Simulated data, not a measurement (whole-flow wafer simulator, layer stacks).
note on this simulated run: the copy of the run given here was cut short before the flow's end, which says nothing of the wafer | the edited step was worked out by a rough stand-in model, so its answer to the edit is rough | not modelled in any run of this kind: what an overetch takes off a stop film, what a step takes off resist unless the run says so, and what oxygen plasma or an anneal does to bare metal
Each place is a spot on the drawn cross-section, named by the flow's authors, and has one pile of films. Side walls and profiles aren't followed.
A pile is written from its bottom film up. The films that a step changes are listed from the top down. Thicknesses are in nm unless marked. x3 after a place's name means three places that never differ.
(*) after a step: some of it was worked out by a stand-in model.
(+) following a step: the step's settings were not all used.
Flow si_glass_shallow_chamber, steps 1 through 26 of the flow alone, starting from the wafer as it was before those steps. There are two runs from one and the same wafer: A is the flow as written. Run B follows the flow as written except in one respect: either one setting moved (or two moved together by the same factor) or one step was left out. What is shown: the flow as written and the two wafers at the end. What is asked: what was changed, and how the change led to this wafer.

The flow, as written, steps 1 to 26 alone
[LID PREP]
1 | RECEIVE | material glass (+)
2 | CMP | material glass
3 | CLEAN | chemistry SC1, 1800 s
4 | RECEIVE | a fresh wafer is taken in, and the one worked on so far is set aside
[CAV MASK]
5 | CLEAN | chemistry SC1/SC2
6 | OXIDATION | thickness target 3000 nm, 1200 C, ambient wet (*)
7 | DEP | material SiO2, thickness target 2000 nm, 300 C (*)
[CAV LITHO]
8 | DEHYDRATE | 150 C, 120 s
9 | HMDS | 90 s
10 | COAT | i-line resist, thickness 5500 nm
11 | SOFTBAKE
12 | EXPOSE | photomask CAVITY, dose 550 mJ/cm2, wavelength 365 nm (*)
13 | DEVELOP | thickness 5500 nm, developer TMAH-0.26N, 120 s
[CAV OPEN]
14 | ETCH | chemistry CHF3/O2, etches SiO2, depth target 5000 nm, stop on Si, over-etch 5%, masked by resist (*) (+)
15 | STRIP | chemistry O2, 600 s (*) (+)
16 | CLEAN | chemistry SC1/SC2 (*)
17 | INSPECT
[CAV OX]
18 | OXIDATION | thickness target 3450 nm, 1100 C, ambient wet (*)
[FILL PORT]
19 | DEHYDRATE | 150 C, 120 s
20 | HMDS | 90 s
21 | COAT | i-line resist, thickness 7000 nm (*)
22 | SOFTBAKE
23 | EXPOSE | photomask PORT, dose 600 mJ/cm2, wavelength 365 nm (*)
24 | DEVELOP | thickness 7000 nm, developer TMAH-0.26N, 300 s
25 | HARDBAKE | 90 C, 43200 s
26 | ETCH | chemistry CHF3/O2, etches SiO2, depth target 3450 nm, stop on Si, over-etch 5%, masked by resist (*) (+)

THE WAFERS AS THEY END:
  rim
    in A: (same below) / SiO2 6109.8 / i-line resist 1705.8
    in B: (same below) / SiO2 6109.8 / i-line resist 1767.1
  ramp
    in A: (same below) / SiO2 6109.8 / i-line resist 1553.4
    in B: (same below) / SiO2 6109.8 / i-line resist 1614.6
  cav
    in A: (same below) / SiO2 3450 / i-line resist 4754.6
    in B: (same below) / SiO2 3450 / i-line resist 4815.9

Cause: step 26, ETCH: over-etch 2.87% was run, while the flow as written has over-etch 5%.

How this came from the change, step by step:
  26 | ETCH | chemistry CHF3/O2, etches SiO2, depth target 3450 nm, stop on Si, over-etch 5%, masked by resist (*) (+)
      rim, ramp, cav, ring: A -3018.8 i-line resist | B -2957.5 i-line resist
      port: A -3450 SiO2 (all of it), -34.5 Si | B -3450 SiO2 (all of it), -19.8 Si
      (and at 1 other place as well)
